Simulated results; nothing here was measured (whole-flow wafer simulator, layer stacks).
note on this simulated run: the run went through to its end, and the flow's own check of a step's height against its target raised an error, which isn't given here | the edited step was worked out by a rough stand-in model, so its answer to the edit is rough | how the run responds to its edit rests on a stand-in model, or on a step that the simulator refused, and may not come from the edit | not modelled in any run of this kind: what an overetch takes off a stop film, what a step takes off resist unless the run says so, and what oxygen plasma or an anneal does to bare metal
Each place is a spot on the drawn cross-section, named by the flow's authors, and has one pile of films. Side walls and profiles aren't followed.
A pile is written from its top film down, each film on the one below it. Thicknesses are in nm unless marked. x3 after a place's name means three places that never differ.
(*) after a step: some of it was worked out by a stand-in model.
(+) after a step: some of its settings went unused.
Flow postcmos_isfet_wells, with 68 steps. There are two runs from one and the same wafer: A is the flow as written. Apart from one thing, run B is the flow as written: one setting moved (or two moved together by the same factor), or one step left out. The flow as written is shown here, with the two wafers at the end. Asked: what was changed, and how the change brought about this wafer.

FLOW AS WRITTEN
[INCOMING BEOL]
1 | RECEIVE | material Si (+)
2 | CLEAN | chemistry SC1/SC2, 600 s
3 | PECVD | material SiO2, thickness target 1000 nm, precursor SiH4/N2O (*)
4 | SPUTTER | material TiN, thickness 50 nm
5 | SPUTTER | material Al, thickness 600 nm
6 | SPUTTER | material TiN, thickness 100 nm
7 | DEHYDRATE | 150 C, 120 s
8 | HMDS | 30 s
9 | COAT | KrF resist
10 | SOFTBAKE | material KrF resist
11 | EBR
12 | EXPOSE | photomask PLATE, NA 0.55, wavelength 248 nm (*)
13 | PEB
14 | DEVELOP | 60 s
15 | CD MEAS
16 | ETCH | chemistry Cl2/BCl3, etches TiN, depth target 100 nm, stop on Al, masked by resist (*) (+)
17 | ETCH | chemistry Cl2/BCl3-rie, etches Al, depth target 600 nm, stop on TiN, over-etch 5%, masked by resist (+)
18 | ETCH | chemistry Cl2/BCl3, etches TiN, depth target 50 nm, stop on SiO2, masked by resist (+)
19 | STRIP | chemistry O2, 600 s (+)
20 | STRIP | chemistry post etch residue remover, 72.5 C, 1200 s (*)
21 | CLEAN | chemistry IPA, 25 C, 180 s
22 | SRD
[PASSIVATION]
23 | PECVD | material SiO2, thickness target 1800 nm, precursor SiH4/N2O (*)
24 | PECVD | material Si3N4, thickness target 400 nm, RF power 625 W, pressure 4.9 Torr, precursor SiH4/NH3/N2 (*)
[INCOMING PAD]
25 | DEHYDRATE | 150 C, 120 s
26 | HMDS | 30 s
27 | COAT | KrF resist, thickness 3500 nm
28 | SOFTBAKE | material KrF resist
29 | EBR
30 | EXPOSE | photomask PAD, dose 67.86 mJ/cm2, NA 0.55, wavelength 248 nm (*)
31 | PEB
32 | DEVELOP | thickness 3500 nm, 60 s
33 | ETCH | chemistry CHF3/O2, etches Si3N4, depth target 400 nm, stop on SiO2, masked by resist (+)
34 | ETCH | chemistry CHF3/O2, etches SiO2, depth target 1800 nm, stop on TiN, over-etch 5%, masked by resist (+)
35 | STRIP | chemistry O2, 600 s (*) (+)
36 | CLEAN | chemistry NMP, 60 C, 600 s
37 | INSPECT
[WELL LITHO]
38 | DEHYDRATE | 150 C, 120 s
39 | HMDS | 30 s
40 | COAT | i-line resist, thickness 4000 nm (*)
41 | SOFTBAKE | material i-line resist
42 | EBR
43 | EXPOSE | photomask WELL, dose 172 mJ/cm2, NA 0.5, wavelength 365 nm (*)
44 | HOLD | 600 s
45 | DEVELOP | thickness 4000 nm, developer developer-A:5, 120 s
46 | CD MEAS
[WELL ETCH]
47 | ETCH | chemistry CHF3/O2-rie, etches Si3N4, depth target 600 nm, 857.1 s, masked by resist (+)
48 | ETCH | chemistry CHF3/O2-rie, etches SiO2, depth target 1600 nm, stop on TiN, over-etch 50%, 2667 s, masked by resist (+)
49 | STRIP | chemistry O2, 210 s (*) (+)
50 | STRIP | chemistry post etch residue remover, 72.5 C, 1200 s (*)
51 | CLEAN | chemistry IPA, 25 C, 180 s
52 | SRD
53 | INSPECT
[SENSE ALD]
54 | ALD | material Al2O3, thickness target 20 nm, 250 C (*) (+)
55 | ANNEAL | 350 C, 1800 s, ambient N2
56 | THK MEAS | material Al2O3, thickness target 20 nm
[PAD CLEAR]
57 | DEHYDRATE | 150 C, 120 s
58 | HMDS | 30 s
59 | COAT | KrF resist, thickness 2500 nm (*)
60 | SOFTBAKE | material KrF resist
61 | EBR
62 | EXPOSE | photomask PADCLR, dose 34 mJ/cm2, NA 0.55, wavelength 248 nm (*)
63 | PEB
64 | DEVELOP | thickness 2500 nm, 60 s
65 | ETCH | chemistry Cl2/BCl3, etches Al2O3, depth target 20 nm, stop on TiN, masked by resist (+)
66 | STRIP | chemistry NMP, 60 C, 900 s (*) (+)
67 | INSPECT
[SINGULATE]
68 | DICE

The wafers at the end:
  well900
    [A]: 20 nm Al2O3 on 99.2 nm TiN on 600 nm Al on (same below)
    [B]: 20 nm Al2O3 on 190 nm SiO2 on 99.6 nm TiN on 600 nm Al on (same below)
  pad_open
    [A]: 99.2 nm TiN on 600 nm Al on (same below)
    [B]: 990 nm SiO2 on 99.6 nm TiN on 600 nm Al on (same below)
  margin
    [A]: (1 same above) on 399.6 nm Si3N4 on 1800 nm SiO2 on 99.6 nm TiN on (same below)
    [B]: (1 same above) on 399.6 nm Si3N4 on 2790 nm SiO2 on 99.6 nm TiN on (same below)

The reason: step 23, PECVD: thickness target 2790 nm was run, whereas the flow has thickness target 1800 nm.
One can read it off the wafer: margin has SiO2 2790, and step 23 as written asks for 1800 nm.

How this came from the change, step by step:
  23 | PECVD | material SiO2, thickness target 1800 nm, precursor SiH4/N2O (*)
      margin, well900, well1300 x3, pad_rim, pad_clr, pad_open: A +1800 SiO2 (new film) | B +2790 SiO2 (new film)
      field: A +1800 SiO2 (new film), +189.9 void (new film), +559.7 SiO2 | B +2790 SiO2 (new film), +189.7 void (new film), +559.8 SiO2
  34 | ETCH | chemistry CHF3/O2, etches SiO2, depth target 1800 nm, stop on TiN, over-etch 5%, masked by resist (+)
      pad_open: A -1800 SiO2 (all of it) | B -1800 SiO2
  48 | ETCH | chemistry CHF3/O2-rie, etches SiO2, depth target 1600 nm, stop on TiN, over-etch 50%, 2667 s, masked by resist (+)
      well900, well1300 x3: A -1600 SiO2 (all of it) | B -2400 SiO2
  59 | COAT | KrF resist, thickness 2500 nm (*)
      field: A +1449 KrF resist (new film) | B +1067 KrF resist (new film)
      margin: A +1448.9 KrF resist (new film) | B +1066.9 KrF resist (new film)
  63 | PEB
      field, margin: A -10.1 KrF resist | B -7.38 KrF resist
  66 | STRIP | chemistry NMP, 60 C, 900 s (*) (+)
      field: A -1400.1 KrF resist (all of it) | B -1020.9 KrF resist (all of it)
      margin: A -1400.1 KrF resist (all of it) | B -1020.8 KrF resist (all of it)
